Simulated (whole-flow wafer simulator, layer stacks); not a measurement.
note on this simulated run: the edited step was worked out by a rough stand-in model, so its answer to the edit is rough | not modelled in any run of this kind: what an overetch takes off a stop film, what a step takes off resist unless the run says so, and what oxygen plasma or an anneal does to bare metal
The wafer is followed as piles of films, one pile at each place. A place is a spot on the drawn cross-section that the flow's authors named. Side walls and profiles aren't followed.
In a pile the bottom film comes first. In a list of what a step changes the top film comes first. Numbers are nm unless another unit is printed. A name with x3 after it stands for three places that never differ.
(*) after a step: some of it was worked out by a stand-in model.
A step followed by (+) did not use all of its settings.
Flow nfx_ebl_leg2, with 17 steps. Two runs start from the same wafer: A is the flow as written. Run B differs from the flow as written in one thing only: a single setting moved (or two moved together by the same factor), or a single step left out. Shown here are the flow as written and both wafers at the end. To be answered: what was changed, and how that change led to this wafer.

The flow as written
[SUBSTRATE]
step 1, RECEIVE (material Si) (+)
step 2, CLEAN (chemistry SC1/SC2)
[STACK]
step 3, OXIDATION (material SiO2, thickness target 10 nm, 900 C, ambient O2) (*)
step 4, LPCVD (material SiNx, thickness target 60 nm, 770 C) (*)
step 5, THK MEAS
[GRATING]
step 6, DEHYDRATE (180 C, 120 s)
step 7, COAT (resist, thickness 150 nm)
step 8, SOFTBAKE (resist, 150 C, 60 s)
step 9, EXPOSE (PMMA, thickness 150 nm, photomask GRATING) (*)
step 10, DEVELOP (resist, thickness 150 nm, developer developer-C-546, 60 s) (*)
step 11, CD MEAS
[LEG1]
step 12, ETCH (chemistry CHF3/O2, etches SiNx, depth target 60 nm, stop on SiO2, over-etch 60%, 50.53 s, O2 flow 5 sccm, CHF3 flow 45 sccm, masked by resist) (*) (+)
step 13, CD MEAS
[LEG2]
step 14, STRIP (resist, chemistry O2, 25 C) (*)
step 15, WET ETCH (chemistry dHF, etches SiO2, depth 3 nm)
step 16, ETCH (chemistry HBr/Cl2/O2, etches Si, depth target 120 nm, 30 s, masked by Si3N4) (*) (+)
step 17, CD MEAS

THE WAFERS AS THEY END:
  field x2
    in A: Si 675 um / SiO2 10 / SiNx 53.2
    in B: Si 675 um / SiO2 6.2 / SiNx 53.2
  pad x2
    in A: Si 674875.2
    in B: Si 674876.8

The reason: step 3, OXIDATION: thickness target 6.2 nm was run, whereas the flow has thickness target 10 nm.
The wafer lets one read it off: field x2 has SiO2 6.2, and step 3 as written asks for 10 nm.

How this came from the change, step by step:
  step 3, OXIDATION (material SiO2, thickness target 10 nm, 900 C, ambient O2) (*)
      field x2, pad x2: A SiO2 gains 10 (new film), chemical SiO2 loses 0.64 (all of it), Si loses 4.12 | B SiO2 gains 6.2 (new film), chemical SiO2 loses 0.64 (all of it), Si loses 2.44
  step 12, ETCH (chemistry CHF3/O2, etches SiNx, depth target 60 nm, stop on SiO2, over-etch 60%, 50.53 s, O2 flow 5 sccm, CHF3 flow 45 sccm, masked by resist) (*) (+)
      pad x2: A SiNx loses 60 (all of it), SiO2 loses 10 (all of it) | B SiNx loses 60 (all of it), SiO2 loses 6.2 (all of it)
